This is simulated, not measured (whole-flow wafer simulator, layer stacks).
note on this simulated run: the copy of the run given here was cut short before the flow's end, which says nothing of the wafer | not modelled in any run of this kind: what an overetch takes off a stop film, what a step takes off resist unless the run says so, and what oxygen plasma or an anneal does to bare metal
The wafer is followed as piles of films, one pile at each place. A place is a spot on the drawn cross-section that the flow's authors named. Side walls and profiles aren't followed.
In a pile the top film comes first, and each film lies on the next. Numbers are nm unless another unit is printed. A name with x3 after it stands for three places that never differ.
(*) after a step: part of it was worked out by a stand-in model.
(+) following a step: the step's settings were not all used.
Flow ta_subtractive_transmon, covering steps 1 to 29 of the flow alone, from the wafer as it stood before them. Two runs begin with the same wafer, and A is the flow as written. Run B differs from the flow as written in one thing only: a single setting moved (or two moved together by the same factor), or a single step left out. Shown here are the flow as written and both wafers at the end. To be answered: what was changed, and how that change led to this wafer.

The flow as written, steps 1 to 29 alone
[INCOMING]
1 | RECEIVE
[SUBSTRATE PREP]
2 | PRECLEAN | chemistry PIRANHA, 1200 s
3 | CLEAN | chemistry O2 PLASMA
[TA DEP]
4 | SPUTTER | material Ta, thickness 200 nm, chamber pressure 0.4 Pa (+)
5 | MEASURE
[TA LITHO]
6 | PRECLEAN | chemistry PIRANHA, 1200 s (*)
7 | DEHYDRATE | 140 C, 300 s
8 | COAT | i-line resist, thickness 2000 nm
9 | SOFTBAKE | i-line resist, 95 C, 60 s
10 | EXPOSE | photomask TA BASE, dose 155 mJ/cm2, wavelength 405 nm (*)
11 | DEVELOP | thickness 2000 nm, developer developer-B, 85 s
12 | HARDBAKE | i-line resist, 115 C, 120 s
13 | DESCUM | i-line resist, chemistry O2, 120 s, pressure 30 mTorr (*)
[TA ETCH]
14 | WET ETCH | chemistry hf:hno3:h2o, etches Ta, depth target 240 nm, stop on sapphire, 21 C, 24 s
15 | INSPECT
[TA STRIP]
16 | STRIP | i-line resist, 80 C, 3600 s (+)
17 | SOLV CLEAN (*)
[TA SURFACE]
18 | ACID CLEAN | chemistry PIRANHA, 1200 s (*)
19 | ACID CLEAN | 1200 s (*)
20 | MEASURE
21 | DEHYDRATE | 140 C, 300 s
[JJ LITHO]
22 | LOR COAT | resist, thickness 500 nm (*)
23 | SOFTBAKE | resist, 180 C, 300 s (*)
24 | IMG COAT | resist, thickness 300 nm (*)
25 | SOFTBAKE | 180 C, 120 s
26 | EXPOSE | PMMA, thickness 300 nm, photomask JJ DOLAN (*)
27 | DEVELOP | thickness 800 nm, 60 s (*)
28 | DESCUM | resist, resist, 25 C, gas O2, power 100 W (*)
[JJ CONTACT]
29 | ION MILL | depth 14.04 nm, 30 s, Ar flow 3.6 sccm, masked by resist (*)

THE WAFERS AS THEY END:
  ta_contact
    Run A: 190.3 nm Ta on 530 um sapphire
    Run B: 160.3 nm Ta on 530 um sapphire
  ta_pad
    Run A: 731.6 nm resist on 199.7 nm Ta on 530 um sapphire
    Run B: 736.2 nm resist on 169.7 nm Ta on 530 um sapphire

The reason: step 4, SPUTTER: thickness 170 nm was run, whereas the flow has thickness 200 nm.

How this came from the change, step by step:
  4 | SPUTTER | material Ta, thickness 200 nm, chamber pressure 0.4 Pa (+)
      field x2, jj_line, lead, ta_contact, ta_pad: A Ta gains 200 (new film) | B Ta gains 170 (new film)
  14 | WET ETCH | chemistry hf:hno3:h2o, etches Ta, depth target 240 nm, stop on sapphire, 21 C, 24 s
      field x2, jj_line, lead: A Ta loses 200 (all of it) | B Ta loses 170 (all of it)
